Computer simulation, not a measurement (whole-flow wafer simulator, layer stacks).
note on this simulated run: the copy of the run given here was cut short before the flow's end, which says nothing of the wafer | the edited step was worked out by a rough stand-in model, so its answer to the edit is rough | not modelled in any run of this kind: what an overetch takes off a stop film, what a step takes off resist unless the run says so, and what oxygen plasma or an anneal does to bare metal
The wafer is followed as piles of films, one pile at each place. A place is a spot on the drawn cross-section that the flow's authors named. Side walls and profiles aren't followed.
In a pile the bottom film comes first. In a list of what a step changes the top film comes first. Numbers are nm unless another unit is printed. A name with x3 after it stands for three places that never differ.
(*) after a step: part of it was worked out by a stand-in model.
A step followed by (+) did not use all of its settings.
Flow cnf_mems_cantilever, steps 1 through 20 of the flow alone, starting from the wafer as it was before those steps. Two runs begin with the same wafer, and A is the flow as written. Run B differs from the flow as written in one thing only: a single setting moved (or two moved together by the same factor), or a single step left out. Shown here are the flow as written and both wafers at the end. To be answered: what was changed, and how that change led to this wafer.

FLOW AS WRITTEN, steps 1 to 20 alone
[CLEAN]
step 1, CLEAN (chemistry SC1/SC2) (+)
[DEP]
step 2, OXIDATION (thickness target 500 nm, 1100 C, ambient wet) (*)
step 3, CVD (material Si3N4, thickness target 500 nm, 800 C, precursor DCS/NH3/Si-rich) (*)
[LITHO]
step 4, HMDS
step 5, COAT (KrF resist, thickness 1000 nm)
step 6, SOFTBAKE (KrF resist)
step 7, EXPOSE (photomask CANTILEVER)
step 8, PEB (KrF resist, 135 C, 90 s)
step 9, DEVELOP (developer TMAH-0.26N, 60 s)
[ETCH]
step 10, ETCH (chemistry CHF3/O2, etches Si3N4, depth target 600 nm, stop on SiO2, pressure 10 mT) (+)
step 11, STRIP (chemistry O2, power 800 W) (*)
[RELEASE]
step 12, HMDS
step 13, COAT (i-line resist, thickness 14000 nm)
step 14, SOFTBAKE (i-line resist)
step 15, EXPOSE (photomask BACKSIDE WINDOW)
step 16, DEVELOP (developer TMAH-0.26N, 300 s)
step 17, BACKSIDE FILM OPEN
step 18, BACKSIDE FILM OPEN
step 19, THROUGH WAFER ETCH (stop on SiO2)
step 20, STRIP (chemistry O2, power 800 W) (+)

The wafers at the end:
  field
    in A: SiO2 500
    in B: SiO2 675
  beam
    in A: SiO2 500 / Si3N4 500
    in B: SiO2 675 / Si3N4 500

Cause: step 2, OXIDATION: thickness target 675 nm was run, while the flow as written has thickness target 500 nm.
The wafer lets one read it off: field has SiO2 675, and step 2 as written asks for 500 nm.

The path from the change to this, step by step:
  step 2, OXIDATION (thickness target 500 nm, 1100 C, ambient wet) (*)
      field, beam: A +500 SiO2 (new film), -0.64 chemical SiO2 (all of it), -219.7 Si | B +675 SiO2 (new film), -0.64 chemical SiO2 (all of it), -296.7 Si
  step 19, THROUGH WAFER ETCH (stop on SiO2)
      field: A under 1 film: -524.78 um Si (all of it) | B under 1 film: -524.7 um Si (all of it)
      beam: A under 2 films: -524.78 um Si (all of it) | B under 2 films: -524.7 um Si (all of it)
